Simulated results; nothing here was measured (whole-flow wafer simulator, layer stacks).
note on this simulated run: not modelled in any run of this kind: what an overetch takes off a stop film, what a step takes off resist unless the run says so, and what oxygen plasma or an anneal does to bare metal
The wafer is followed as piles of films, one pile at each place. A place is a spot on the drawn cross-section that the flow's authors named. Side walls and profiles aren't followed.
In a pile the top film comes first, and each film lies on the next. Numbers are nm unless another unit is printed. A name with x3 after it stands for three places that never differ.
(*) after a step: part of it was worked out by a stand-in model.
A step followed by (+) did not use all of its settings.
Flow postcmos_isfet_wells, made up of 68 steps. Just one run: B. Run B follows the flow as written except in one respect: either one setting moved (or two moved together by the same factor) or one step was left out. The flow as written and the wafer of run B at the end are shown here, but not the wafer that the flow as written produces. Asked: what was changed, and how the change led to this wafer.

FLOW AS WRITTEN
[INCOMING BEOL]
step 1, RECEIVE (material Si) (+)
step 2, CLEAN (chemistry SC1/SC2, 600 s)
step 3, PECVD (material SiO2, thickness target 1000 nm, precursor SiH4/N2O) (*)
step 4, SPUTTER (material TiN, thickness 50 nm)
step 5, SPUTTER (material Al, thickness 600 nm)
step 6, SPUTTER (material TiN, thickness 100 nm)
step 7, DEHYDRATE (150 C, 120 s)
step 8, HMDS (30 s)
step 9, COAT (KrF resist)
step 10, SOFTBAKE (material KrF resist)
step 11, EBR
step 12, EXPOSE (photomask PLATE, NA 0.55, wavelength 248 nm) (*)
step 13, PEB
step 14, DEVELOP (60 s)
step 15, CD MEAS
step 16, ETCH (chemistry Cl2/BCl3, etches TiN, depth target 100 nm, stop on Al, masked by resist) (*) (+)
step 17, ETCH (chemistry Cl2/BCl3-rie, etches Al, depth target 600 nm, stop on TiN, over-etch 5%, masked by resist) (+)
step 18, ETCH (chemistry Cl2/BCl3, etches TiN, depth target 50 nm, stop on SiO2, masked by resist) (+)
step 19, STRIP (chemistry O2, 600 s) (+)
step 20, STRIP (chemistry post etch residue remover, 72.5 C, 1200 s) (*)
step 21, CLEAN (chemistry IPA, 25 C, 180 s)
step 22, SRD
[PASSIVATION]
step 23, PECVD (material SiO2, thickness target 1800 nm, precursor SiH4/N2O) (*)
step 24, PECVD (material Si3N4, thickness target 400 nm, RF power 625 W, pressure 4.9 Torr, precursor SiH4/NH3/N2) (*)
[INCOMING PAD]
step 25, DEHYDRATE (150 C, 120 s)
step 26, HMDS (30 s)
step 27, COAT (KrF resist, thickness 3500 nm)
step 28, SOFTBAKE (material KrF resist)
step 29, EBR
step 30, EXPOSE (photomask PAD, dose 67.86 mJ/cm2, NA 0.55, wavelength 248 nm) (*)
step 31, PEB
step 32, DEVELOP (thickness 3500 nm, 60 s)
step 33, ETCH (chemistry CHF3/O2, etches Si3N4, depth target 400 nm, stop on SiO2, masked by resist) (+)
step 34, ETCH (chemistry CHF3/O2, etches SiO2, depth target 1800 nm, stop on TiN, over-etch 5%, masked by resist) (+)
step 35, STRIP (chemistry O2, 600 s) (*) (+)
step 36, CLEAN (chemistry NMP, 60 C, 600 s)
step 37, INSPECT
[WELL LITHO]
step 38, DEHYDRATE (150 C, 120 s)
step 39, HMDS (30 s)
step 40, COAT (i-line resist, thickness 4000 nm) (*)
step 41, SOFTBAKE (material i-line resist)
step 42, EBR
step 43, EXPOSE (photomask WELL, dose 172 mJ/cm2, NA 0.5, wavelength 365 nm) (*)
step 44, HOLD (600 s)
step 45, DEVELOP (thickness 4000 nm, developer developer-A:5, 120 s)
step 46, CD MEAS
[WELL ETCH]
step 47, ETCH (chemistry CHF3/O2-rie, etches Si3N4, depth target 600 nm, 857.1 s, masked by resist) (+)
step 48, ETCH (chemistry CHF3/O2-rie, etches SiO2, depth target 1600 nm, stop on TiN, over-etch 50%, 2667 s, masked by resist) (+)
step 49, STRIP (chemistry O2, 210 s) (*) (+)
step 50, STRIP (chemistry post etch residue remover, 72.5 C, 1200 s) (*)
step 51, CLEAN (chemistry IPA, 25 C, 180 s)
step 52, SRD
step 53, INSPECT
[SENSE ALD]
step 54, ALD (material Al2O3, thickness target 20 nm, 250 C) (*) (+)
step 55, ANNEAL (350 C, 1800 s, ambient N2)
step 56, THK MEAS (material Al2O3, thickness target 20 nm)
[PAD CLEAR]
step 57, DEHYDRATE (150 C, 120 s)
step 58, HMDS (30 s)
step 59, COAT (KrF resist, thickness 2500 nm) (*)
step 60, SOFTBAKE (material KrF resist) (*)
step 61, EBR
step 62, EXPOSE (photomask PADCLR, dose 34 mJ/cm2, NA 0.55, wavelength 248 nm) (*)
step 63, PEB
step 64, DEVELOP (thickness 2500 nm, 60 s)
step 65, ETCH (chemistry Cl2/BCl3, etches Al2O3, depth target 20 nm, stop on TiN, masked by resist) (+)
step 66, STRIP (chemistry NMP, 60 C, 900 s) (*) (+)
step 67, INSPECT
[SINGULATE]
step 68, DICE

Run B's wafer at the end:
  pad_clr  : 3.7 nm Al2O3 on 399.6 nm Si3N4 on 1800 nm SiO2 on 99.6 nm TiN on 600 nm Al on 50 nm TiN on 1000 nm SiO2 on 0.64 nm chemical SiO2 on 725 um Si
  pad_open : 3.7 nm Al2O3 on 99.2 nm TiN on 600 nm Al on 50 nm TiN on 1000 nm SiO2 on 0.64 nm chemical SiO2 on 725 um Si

Cause: step 65, ETCH: depth target 16.3 nm was run, while the flow as written has depth target 20 nm.

Step by step, how the change led to this:
  step 65, ETCH (chemistry Cl2/BCl3, etches Al2O3, depth target 20 nm, stop on TiN, masked by resist) (+)
      pad_clr, pad_open: -16.3 Al2O3 (it would be, as written: -20 Al2O3 (all of it))
      field, margin, pad_rim: -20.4 KrF resist (it would be, as written: -25 KrF resist)
